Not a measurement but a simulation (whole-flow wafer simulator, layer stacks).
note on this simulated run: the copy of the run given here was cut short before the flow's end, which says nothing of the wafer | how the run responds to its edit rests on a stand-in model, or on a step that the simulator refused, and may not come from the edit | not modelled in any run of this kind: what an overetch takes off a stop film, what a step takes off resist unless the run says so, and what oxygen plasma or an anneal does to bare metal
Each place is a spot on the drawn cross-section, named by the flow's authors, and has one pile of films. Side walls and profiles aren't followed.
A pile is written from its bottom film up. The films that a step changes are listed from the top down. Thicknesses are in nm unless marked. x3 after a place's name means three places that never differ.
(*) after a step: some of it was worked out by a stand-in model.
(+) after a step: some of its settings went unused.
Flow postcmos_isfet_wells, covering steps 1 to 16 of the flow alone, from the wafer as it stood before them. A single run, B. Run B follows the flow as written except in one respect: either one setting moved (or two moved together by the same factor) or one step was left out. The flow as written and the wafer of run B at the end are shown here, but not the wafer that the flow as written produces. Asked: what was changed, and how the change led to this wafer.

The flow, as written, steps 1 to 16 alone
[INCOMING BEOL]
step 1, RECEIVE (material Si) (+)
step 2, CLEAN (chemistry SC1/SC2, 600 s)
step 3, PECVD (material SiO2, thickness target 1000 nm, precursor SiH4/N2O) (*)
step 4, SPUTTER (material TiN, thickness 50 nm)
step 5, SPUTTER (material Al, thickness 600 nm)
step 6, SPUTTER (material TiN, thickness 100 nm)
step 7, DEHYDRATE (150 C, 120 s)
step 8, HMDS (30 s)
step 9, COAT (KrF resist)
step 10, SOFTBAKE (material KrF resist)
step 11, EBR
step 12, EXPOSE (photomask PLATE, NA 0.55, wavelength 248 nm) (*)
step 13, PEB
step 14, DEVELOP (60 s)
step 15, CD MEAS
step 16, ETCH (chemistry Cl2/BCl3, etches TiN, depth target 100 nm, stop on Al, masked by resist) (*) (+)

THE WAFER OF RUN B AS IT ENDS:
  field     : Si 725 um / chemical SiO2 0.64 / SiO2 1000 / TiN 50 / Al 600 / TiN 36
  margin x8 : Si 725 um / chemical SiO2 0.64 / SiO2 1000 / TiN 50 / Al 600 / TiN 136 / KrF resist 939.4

Cause: step 6, SPUTTER: thickness 136 nm was run, though the flow has thickness 100 nm.
One can read it off the wafer: margin x8 has TiN 136, and step 6 as written asks for 100 nm.

Step by step, how the change led to this:
  step 6, SPUTTER (material TiN, thickness 100 nm)
      field, margin x8: +136 TiN (new film) (in the flow as written it would be: +100 TiN (new film))
  step 16, ETCH (chemistry Cl2/BCl3, etches TiN, depth target 100 nm, stop on Al, masked by resist) (*) (+)
      field: -100 TiN (in the flow as written it would be: -100 TiN (all of it))
